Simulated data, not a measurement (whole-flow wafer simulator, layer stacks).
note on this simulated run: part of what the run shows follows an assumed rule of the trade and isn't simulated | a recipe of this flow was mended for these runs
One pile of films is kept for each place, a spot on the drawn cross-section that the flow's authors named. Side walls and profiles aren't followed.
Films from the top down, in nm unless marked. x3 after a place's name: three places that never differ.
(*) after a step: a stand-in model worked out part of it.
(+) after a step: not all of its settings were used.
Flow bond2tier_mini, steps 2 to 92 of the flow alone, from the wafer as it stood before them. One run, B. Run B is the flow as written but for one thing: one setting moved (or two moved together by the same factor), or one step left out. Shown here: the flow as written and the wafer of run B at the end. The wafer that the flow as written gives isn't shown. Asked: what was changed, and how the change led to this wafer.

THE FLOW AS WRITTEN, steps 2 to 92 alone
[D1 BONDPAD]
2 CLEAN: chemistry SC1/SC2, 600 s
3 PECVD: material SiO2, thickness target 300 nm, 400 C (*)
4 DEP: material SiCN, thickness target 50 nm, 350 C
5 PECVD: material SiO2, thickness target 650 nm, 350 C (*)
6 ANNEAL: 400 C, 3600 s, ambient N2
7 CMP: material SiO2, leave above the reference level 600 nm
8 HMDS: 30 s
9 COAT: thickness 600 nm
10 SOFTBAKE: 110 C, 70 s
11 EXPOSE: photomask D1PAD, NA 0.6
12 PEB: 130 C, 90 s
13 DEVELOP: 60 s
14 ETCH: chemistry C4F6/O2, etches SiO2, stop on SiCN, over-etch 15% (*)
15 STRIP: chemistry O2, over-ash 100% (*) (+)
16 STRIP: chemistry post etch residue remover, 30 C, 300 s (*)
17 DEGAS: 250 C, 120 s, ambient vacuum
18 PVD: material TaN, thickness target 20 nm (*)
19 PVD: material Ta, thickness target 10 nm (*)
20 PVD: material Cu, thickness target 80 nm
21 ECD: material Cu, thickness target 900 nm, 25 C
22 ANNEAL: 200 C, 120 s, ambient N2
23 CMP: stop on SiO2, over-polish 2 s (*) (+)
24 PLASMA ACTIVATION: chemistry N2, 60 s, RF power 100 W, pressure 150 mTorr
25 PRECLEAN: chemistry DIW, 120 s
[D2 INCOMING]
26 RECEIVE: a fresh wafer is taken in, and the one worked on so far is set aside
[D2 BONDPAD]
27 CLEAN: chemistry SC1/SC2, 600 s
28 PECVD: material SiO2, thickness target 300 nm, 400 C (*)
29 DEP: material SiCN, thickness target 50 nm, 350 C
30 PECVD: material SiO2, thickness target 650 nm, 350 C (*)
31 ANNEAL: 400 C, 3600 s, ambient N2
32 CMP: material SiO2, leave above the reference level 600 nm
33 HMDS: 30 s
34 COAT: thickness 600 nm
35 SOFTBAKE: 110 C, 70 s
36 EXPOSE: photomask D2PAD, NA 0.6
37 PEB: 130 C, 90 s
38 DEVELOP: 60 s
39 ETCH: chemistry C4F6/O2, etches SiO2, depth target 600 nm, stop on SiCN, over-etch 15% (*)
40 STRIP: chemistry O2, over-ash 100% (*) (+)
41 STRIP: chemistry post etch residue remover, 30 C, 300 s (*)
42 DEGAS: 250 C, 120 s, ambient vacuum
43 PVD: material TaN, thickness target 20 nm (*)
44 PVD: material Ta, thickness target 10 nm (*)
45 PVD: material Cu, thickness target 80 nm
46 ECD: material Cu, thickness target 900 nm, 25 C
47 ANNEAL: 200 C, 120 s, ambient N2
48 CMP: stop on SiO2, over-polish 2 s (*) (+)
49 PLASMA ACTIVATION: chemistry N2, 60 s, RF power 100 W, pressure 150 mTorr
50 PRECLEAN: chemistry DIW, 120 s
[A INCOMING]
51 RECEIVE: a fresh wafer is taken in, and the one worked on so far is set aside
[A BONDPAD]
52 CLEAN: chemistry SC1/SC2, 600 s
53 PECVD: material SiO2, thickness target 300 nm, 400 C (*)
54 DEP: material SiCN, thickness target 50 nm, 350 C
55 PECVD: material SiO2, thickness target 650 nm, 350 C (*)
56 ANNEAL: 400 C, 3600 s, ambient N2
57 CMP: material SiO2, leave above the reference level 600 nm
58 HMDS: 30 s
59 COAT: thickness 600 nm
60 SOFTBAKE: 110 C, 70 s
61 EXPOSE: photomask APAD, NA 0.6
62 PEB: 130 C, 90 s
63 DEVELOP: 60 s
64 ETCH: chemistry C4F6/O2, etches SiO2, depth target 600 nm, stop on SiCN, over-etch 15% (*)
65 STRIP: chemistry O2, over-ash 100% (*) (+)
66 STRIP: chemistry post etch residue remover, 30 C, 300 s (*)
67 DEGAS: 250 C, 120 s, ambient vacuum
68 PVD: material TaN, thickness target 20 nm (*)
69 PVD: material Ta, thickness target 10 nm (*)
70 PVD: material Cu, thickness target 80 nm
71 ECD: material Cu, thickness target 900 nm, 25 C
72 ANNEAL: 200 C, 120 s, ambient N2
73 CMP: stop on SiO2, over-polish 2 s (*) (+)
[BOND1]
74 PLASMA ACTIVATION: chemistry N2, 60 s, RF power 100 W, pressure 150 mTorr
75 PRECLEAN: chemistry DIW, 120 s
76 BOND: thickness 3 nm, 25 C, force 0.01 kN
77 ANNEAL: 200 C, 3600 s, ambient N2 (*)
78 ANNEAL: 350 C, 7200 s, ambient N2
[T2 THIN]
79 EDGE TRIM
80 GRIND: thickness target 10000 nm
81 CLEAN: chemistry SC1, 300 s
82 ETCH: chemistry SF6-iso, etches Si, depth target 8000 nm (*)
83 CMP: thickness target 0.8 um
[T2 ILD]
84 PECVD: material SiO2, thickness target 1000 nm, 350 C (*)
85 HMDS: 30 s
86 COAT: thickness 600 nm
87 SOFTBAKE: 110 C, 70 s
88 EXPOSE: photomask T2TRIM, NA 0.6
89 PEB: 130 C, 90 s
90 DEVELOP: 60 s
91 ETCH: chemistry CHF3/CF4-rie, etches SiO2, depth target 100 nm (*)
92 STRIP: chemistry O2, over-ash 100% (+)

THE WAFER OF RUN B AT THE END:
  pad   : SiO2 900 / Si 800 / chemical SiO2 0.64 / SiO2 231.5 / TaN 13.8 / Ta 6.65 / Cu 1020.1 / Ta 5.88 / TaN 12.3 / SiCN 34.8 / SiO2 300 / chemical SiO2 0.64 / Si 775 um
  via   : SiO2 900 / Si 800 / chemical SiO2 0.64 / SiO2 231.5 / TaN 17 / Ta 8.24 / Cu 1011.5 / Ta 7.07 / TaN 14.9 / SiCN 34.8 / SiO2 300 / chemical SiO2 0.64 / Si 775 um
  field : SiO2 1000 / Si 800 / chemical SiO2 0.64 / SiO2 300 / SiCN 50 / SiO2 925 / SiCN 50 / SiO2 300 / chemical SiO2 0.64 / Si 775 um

The cause: step 5, PECVD: thickness target 325 nm was run, where the flow has thickness target 650 nm.

How the change led to this, step by step:
  5 PECVD: material SiO2, thickness target 650 nm, 350 C (*)
      field, pad, via: SiO2 +325 (new film) (as written it would be: SiO2 +650 (new film))
  7 CMP: material SiO2, leave above the reference level 600 nm
      field, pad, via: nothing (as written it would be: SiO2 -50)
  14 ETCH: chemistry C4F6/O2, etches SiO2, stop on SiCN, over-etch 15% (*)
      pad, via: SiO2 -325 (all of it), SiCN -50 (all of it), SiO2 -68.5 (as written it would be: SiO2 -600 (all of it), SiCN -15.2)
      field: thick-KrF-resist -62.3 (as written it would be: thick-KrF-resist -115)
  15 STRIP: chemistry O2, over-ash 100% (*) (+)
      field: thick-KrF-resist -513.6 (all of it) (as written it would be: thick-KrF-resist -460.9 (all of it))
  18 PVD: material TaN, thickness target 20 nm (*)
      pad: TaN +13.8 (new film) (as written it would be: TaN +12.3 (new film))
      via: TaN +17 (new film) (as written it would be: TaN +14.9 (new film))
  19 PVD: material Ta, thickness target 10 nm (*)
      pad: Ta +6.65 (new film) (as written it would be: Ta +5.88 (new film))
      via: Ta +8.24 (new film) (as written it would be: Ta +7.07 (new film))
  20 PVD: material Cu, thickness target 80 nm
      pad: Cu +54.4 (new film) (as written it would be: Cu +48.4 (new film))
      via: Cu +67.7 (new film) (as written it would be: Cu +59 (new film))
  21 ECD: material Cu, thickness target 900 nm, 25 C
      pad: Cu +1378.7 (as written it would be: Cu +1558.7)
      via: Cu +1360.6 (as written it would be: Cu +1544.3)
  76 BOND: thickness 3 nm, 25 C, force 0.01 kN
      pad: Si +775 um (new film), chemical SiO2 +0.64 (new film), SiO2 +231.5 (new film), TaN +13.8 (new film), Ta +6.65 (new film), Cu +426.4 (as written it would be: Si +775 um (new film), chemical SiO2 +0.64 (new film), SiO2 +300 (new film), SiCN +34.8 (new film), TaN +12.3 (new film), Ta +5.88 (new film), Cu +600.4)
      via: Si +775 um (new film), chemical SiO2 +0.64 (new film), SiO2 +231.5 (new film), TaN +17 (new film), Ta +8.24 (new film), Cu +421.6 (as written it would be: Si +775 um (new film), chemical SiO2 +0.64 (new film), SiO2 +300 (new film), SiCN +34.8 (new film), TaN +14.9 (new film), Ta +7.07 (new film), Cu +596.6)
      (and at 1 more place)
